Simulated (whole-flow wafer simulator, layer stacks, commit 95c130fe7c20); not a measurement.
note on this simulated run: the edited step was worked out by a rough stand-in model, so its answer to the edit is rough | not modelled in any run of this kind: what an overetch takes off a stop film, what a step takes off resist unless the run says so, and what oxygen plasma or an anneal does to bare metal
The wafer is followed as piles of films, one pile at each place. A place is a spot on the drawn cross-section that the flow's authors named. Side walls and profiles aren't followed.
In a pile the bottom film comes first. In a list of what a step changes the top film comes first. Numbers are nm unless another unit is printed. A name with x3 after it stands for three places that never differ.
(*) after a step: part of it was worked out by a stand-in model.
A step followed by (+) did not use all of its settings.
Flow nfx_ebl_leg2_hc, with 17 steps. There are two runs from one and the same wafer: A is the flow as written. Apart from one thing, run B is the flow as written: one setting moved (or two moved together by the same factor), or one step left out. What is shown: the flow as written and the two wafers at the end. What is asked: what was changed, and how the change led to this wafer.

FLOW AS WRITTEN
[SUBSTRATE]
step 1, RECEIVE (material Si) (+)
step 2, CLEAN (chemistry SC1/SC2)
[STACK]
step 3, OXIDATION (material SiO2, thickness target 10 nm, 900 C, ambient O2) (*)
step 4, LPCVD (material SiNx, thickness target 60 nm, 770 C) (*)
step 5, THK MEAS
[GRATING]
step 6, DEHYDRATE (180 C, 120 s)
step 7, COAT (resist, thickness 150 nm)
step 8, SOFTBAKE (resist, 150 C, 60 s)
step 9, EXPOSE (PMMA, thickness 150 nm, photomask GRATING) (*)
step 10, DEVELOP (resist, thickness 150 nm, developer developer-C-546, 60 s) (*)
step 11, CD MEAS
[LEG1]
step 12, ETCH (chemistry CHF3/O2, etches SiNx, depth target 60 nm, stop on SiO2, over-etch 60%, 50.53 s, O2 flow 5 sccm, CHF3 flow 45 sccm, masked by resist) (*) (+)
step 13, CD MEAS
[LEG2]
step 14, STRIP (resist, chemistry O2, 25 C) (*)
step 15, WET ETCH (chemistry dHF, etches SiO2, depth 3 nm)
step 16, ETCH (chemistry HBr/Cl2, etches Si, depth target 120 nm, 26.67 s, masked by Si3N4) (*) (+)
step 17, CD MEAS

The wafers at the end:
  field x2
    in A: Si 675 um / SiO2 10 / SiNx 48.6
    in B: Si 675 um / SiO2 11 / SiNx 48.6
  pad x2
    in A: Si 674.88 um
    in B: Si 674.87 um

What caused this: step 3, OXIDATION: thickness target 11 nm was run, whereas the flow has thickness target 10 nm.
One can read it off the wafer: field x2 has SiO2 11, and step 3 as written asks for 10 nm.

Step by step, how the change led to this:
  step 3, OXIDATION (material SiO2, thickness target 10 nm, 900 C, ambient O2) (*)
      field x2, pad x2: A +10 SiO2 (new film), -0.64 chemical SiO2 (all of it), -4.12 Si | B +11 SiO2 (new film), -0.64 chemical SiO2 (all of it), -4.56 Si
  step 12, ETCH (chemistry CHF3/O2, etches SiNx, depth target 60 nm, stop on SiO2, over-etch 60%, 50.53 s, O2 flow 5 sccm, CHF3 flow 45 sccm, masked by resist) (*) (+)
      pad x2: A -60 SiNx (all of it), -10 SiO2 (all of it) | B -60 SiNx (all of it), -11 SiO2 (all of it)
